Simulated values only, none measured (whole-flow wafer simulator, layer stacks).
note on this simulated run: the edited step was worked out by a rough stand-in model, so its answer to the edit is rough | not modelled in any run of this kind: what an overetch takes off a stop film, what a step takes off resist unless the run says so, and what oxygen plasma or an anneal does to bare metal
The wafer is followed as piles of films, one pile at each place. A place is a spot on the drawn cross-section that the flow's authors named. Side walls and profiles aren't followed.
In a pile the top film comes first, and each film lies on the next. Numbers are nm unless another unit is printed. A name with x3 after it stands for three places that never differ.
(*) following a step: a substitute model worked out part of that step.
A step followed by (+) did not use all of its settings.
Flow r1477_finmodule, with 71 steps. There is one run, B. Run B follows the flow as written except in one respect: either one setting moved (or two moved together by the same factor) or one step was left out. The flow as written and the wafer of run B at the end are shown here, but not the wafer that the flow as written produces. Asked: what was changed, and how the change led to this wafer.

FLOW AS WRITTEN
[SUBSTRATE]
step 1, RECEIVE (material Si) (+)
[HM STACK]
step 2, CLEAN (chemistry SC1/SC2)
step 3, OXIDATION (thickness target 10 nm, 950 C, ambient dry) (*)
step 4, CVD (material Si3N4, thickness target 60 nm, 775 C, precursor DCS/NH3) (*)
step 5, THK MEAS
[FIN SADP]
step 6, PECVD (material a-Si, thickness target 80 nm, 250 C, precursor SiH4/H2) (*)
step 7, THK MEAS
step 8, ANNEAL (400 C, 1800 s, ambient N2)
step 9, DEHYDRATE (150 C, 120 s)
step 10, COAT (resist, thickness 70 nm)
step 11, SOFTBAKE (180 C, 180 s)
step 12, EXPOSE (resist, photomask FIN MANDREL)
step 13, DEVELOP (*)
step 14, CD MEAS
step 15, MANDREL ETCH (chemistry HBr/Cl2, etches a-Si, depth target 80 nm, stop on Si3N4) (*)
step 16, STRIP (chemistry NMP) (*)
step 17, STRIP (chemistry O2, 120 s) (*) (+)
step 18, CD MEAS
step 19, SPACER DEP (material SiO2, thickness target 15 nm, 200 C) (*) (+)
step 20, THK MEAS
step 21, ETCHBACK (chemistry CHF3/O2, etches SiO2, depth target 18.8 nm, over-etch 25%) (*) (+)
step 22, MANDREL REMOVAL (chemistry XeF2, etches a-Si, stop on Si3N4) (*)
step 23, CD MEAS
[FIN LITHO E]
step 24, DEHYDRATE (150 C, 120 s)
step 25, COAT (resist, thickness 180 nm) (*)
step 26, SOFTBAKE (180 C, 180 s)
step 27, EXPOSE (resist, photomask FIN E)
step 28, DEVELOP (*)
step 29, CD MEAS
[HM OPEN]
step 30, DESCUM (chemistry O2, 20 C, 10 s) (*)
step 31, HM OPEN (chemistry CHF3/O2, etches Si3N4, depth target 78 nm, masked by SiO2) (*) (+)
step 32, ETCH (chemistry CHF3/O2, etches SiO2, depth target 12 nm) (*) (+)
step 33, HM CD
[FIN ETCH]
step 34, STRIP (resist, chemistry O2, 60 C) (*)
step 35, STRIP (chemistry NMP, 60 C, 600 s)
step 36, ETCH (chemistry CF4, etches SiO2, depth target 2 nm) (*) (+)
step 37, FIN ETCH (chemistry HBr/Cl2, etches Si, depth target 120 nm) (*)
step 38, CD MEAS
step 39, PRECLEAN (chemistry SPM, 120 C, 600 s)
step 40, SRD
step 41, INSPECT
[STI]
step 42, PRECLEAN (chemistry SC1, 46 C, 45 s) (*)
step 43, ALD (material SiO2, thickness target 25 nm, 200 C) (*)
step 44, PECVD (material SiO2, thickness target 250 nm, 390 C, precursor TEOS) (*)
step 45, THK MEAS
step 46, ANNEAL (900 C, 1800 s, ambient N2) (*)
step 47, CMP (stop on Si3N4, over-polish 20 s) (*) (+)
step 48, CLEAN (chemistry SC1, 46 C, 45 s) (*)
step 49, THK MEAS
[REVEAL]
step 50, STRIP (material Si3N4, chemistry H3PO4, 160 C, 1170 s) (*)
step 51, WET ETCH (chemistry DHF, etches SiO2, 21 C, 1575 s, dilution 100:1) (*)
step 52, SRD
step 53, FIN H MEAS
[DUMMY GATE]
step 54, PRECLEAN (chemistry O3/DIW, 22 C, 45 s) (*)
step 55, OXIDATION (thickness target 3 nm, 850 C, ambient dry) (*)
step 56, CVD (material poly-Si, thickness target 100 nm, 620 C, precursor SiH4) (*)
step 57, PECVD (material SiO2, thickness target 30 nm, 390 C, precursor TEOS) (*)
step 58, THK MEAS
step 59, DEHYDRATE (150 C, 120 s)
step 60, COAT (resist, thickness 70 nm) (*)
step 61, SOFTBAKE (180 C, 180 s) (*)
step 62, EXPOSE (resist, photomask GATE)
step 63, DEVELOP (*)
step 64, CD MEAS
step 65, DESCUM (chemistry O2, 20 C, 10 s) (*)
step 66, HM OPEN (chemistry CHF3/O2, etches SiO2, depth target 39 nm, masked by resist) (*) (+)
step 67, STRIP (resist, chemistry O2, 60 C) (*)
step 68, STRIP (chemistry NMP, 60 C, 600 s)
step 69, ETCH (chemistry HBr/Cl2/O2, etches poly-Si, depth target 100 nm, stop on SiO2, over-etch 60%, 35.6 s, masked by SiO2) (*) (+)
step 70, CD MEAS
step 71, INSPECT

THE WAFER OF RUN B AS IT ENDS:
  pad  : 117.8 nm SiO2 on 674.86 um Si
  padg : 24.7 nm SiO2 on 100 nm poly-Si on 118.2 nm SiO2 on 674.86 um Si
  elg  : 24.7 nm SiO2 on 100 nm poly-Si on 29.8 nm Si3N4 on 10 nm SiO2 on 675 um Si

The reason: step 37, FIN ETCH: depth target 135 nm was run, while the flow as written has depth target 120 nm.

How this came from the change, step by step:
  step 37, FIN ETCH (chemistry HBr/Cl2, etches Si, depth target 120 nm) (*)
      pad, padg, esg and 19 more: -135 Si (as written it would have been: -120 Si)
      elg, e40lg, e100lg, e200lg, elo, e40lo, e100lo, e200lo: -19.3 Si3N4 (as written it would have been: -17.1 Si3N4)
      (also at 6 further places)
  step 43, ALD (material SiO2, thickness target 25 nm, 200 C) (*)
      s40cg, s45cg, s50cg, s40co, s45co, s50co: +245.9 SiO2 (new film) (as written it would have been: +232.1 SiO2 (new film))
      esg: +207.1 SiO2 (new film) (as written it would have been: +194.3 SiO2 (new film))
  step 47, CMP (stop on Si3N4, over-polish 20 s) (*) (+)
      pad, padg, e40sg and 11 more: -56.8 SiO2 (as written it would have been: -71.8 SiO2)
      eso: -57.4 SiO2 (as written it would have been: -72.4 SiO2)
  step 51, WET ETCH (chemistry DHF, etches SiO2, 21 C, 1575 s, dilution 100:1) (*)
      elg, e40lg, e100lg, e200lg, elo, e40lo, e100lo, e200lo: -20 SiO2 (all of it), -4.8 Si3N4 (as written it would have been: -17.8 SiO2 (all of it), -4.97 Si3N4)
  step 67, STRIP (resist, chemistry O2, 60 C) (*)
      e40sg: -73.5 resist (all of it) (as written it would have been: -75.4 resist (all of it))
      e100sg: -73.5 resist (all of it) (as written it would have been: -75.3 resist (all of it))
      (also at 1 further place)
